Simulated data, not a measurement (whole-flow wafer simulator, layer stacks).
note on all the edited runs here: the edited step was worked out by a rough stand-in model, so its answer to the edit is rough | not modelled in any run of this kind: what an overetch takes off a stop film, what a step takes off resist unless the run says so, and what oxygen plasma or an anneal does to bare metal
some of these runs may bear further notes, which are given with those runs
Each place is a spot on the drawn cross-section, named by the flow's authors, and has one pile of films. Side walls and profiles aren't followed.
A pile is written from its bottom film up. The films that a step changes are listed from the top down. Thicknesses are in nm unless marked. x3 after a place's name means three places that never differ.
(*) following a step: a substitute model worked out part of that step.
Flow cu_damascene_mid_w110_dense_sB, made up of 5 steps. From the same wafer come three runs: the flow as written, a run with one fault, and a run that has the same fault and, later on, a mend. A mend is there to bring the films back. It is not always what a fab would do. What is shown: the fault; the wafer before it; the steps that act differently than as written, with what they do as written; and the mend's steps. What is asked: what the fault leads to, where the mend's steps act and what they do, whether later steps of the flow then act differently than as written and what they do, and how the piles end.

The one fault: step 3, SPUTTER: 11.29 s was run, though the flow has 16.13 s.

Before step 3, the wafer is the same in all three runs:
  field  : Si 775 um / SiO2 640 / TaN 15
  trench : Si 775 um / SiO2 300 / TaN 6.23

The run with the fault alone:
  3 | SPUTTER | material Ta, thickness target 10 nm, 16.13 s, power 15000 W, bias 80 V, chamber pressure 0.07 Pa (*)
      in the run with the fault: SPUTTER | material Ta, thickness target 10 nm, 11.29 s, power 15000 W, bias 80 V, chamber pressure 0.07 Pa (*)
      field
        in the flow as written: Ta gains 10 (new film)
        in the run with the fault: Ta gains 7 (new film)
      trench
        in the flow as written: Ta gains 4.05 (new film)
        in the run with the fault: Ta gains 2.83 (new film)
  Every later step of the flow that is run acts as written, at every place that is followed, to within 2% or 0.5 nm, whichever is larger.
  At field, trench, the piles at the end differ from the flow's by more than 2% or 0.5 nm, whichever is larger.
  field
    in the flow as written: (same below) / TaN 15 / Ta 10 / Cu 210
    in the run with the fault: (same below) / TaN 15 / Ta 7 / Cu 210
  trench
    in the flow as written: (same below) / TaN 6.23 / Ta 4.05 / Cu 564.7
    in the run with the fault: (same below) / TaN 6.23 / Ta 2.83 / Cu 562.9

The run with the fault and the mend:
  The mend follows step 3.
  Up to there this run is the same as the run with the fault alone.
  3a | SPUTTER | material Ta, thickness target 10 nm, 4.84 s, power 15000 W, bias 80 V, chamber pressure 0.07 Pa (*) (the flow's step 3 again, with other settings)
      field
        Ta gains 3
      trench
        Ta gains 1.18
  Every later step of the flow that is run acts as written at every place that is followed.
  At the end the piles are close to the flow's at the places that both follow, differing by at most 2% or 0.5 nm, whichever is larger.
